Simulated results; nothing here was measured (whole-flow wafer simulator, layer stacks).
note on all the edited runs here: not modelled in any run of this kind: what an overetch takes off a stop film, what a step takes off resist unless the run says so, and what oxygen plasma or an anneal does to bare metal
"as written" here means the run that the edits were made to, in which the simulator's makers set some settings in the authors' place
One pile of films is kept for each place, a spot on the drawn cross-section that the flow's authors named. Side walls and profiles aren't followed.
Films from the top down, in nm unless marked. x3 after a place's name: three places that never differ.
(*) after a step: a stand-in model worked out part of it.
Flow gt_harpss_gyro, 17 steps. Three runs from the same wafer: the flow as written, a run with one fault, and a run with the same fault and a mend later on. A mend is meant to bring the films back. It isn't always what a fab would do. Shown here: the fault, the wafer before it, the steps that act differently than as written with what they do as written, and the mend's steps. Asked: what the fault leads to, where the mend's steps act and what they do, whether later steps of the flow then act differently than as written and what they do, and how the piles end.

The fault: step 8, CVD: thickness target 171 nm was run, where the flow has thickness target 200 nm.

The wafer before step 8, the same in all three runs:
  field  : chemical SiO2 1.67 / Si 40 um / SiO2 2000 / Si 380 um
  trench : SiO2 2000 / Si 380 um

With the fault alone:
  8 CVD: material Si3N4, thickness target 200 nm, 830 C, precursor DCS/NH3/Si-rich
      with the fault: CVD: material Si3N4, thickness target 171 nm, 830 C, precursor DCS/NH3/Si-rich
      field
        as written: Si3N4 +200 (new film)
        with the fault: Si3N4 +171 (new film)
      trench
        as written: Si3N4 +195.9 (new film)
        with the fault: Si3N4 +167.6 (new film)
  Later steps of the flow that act differently than as written:
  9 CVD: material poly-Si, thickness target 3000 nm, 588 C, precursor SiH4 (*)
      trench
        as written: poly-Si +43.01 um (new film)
        with the fault: poly-Si +43 um (new film)
  At the end the piles differ from the flow's by more than 2% or 0.5 nm, whichever is larger, at field, trench.
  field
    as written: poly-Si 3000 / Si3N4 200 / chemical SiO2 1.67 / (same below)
    with the fault: poly-Si 3000 / Si3N4 171 / chemical SiO2 1.67 / (same below)
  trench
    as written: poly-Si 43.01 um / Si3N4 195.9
    with the fault: poly-Si 43 um / Si3N4 167.6

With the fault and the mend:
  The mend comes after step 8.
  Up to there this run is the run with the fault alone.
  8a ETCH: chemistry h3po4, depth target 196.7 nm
      field
        Si3N4 -171 (all of it)
      trench
        Si3N4 -167.6 (all of it)
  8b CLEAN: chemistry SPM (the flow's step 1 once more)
      changes no film at any place that is followed
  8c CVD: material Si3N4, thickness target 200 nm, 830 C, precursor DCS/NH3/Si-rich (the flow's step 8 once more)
      field
        Si3N4 +200 (new film)
      trench
        Si3N4 +195.9 (new film)
  No later step of the flow acts differently than as written at any place that is followed.
  At the end the piles are the same as the flow's at every place that both follow.
